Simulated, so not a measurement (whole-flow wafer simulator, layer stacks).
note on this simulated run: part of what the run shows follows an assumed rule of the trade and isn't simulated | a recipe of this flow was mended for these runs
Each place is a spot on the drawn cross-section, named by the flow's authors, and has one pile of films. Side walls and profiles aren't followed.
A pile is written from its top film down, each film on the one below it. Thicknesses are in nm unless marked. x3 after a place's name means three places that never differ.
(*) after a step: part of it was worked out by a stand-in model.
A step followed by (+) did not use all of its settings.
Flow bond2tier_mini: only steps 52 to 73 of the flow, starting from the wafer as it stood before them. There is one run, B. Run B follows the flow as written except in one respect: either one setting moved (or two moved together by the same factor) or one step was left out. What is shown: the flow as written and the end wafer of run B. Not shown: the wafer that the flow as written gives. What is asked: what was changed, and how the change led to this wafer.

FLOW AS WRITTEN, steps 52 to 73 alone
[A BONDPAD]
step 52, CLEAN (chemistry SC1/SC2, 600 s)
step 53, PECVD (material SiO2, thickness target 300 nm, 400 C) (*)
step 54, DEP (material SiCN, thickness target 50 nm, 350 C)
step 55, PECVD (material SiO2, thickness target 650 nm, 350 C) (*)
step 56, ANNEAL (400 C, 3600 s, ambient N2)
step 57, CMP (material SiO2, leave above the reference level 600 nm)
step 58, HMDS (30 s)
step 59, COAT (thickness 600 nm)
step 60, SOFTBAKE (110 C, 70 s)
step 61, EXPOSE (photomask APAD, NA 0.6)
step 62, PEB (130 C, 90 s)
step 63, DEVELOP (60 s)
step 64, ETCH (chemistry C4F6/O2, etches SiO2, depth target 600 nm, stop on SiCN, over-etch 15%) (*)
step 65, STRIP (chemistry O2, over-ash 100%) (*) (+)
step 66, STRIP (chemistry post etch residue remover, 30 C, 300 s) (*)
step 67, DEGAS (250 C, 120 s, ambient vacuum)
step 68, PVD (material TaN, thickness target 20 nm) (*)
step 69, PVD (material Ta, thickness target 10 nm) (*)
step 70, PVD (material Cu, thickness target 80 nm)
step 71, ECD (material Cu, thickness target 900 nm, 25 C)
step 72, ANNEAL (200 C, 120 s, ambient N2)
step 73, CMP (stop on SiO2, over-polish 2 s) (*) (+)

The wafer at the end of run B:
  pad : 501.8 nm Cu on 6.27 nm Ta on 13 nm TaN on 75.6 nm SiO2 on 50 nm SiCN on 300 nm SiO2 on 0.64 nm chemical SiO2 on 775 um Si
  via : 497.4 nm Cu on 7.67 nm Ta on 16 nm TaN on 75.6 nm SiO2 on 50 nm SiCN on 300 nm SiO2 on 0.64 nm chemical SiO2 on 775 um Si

The reason: step 64, ETCH: depth target 456 nm was run, while the flow as written has depth target 600 nm.

How this came from the change, step by step:
  step 64, ETCH (chemistry C4F6/O2, etches SiO2, depth target 600 nm, stop on SiCN, over-etch 15%) (*)
      pad, via: -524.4 SiO2 (it would be, as written: -600 SiO2 (all of it), -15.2 SiCN)
      field: -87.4 thick-KrF-resist (it would be, as written: -115 thick-KrF-resist)
  step 65, STRIP (chemistry O2, over-ash 100%) (*) (+)
      field: -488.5 thick-KrF-resist (all of it) (it would be, as written: -460.9 thick-KrF-resist (all of it))
  step 68, PVD (material TaN, thickness target 20 nm) (*)
      pad: +13 TaN (new film) (it would be, as written: +12.3 TaN (new film))
      via: +16 TaN (new film) (it would be, as written: +14.9 TaN (new film))
  step 69, PVD (material Ta, thickness target 10 nm) (*)
      via: +7.67 Ta (new film) (it would be, as written: +7.07 Ta (new film))
  step 70, PVD (material Cu, thickness target 80 nm)
      pad: +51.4 Cu (new film) (it would be, as written: +48.4 Cu (new film))
      via: +63.5 Cu (new film) (it would be, as written: +59 Cu (new film))
  step 71, ECD (material Cu, thickness target 900 nm, 25 C)
      pad: +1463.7 Cu (it would be, as written: +1558.7 Cu)
      via: +1447.3 Cu (it would be, as written: +1544.3 Cu)
